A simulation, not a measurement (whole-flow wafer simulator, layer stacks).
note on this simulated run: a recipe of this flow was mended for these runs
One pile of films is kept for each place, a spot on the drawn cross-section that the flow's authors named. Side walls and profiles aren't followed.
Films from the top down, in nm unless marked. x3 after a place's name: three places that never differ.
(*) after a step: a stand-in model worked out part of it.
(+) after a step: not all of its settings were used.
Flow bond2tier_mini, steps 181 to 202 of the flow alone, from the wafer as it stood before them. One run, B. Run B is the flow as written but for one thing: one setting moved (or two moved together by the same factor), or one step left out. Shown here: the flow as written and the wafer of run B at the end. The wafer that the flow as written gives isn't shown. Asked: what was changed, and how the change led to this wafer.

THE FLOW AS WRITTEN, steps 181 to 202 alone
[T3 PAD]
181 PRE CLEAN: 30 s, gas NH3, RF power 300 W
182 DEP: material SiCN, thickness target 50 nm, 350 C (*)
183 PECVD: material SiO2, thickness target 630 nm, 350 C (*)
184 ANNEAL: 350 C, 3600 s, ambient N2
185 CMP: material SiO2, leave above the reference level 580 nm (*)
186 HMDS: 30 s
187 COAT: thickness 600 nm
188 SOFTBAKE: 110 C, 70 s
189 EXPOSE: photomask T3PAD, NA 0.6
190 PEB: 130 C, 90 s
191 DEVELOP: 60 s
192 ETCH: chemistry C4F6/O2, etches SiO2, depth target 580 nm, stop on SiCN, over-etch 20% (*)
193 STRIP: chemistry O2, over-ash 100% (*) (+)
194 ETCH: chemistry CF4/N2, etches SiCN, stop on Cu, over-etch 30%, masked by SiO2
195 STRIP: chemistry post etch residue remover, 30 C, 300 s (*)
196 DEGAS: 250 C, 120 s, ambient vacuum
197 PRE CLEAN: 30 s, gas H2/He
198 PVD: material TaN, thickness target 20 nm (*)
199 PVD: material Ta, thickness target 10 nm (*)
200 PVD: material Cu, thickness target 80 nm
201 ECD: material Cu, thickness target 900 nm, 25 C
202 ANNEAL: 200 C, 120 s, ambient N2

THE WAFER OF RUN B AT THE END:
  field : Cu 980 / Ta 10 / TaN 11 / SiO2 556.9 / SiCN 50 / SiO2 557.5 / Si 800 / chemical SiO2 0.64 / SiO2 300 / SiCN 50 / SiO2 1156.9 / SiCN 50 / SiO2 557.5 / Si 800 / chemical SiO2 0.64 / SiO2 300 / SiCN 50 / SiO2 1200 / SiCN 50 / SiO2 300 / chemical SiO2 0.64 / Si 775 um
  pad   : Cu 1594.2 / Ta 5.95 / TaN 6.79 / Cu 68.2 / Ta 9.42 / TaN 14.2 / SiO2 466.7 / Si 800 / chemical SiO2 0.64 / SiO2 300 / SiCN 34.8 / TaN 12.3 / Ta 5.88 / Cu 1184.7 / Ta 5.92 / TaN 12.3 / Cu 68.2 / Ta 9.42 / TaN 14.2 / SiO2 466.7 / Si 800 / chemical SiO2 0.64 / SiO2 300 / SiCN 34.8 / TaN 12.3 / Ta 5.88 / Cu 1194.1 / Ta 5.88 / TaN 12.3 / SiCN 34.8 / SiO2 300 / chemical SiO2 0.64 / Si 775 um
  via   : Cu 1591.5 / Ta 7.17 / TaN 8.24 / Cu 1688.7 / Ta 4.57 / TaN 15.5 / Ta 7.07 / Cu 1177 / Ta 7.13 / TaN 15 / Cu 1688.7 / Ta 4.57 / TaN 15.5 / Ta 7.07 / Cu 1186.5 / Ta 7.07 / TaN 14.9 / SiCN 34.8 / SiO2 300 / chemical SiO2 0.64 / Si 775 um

The cause: step 198, PVD: thickness target 11 nm was run, where the flow has thickness target 20 nm.
It can be read off the wafer: field has TaN 11, and step 198 as written asks for 20 nm.

How the change led to this, step by step:
  198 PVD: material TaN, thickness target 20 nm (*)
      field: TaN +11 (new film) (as written it would be: TaN +20 (new film))
      pad: TaN +6.79 (new film) (as written it would be: TaN +12.3 (new film))
      (and at 1 more place)
